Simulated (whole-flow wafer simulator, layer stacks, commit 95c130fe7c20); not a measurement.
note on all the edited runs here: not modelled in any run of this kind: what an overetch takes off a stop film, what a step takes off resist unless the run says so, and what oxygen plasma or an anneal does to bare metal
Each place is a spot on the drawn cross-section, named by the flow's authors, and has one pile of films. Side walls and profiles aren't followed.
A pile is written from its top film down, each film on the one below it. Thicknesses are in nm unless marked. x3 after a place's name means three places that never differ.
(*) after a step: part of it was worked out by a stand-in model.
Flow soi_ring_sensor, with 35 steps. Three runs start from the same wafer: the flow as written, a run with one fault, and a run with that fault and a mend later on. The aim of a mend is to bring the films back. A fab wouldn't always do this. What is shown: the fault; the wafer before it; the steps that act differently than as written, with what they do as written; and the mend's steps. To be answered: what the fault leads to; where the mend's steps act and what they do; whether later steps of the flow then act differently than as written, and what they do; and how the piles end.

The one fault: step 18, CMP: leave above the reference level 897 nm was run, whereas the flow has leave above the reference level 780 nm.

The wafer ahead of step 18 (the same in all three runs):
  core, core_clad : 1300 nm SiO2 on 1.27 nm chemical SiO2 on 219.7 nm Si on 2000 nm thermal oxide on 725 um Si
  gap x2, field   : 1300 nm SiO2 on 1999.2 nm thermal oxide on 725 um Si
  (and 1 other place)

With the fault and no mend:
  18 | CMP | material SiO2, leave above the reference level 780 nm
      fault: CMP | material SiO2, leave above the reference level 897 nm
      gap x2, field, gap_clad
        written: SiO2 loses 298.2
        fault: SiO2 loses 181.2
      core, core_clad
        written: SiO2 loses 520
        fault: SiO2 loses 403
  Later steps of the flow acting differently than as written:
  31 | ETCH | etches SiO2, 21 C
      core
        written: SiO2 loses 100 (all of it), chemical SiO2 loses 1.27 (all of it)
        fault: SiO2 loses 217 (all of it), chemical SiO2 loses 1.27 (all of it)
  By the end, the piles at field, core_clad depart from the flow's by more than 2% or 0.5 nm, whichever is larger.
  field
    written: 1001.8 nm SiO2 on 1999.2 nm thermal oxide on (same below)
    fault: 1118.8 nm SiO2 on 1999.2 nm thermal oxide on (same below)
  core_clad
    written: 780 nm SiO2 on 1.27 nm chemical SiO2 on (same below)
    fault: 897 nm SiO2 on 1.27 nm chemical SiO2 on (same below)

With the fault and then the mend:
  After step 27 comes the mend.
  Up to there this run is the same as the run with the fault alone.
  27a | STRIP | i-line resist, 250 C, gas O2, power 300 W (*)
      field, core_clad, gap_clad
        i-line resist loses 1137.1 (all of it)
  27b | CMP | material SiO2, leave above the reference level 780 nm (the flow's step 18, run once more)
      core, gap x2, field, core_clad, gap_clad
        SiO2 loses 117
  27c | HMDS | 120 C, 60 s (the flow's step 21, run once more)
      alters no film at any place that is followed
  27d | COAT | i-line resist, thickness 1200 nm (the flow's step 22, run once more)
      core, gap x2, field, core_clad, gap_clad
        i-line resist gains 1200 (new film)
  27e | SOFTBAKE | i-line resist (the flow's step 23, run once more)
      alters no film at any place that is followed
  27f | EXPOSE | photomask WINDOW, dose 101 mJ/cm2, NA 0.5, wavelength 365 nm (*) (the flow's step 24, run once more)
      alters no film at any place that is followed
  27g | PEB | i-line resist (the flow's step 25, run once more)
      core, gap x2, field, core_clad, gap_clad
        i-line resist loses 62.8
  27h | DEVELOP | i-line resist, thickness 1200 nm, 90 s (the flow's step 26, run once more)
      core, gap x2
        i-line resist loses 1137.2 (all of it)
      field, core_clad, gap_clad
        i-line resist loses 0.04
  Every later step of the flow that is run acts as written at every place that is followed.
  By the end, the piles equal the flow's at every place that both follow.
